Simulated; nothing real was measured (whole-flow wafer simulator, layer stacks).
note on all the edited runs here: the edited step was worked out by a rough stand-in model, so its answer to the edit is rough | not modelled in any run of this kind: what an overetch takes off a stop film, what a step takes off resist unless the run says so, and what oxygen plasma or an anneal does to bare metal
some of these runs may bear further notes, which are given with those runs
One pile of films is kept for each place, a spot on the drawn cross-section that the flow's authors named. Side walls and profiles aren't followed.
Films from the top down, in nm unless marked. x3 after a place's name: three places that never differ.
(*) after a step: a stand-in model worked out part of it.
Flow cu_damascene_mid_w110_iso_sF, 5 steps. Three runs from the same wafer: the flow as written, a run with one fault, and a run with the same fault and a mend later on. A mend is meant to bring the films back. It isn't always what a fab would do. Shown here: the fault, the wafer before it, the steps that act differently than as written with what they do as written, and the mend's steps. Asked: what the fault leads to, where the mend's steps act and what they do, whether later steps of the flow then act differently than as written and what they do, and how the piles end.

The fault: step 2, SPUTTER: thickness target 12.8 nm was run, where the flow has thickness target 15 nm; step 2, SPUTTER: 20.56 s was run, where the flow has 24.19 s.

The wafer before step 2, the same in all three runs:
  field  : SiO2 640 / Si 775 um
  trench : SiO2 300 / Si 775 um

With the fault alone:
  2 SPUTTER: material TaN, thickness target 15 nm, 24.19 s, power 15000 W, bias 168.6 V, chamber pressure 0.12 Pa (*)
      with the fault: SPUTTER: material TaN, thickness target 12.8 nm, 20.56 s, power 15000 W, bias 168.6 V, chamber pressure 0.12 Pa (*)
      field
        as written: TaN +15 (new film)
        with the fault: TaN +12.8 (new film)
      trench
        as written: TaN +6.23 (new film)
        with the fault: TaN +5.32 (new film)
  No later step of the flow acts differently than as written, at any place that is followed, by more than 2% or 0.5 nm, whichever is larger.
  At the end the piles differ from the flow's by more than 2% or 0.5 nm, whichever is larger, at field, trench.
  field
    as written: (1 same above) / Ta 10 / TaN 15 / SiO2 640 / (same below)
    with the fault: (1 same above) / Ta 10 / TaN 12.8 / SiO2 640 / (same below)
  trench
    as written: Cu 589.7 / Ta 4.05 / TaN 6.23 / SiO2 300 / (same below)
    with the fault: Cu 588.4 / Ta 4.07 / TaN 5.32 / SiO2 300 / (same below)

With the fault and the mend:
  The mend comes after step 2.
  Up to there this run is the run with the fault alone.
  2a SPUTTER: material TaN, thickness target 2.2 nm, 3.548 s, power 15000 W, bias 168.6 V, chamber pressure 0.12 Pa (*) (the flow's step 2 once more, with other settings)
      field
        TaN +2.2
      trench
        TaN +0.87
  No later step of the flow acts differently than as written, at any place that is followed, by more than 2% or 0.5 nm, whichever is larger.
  At the end the piles differ from the flow's only slightly at the places that both follow, by at most 2% or 0.5 nm, whichever is larger.
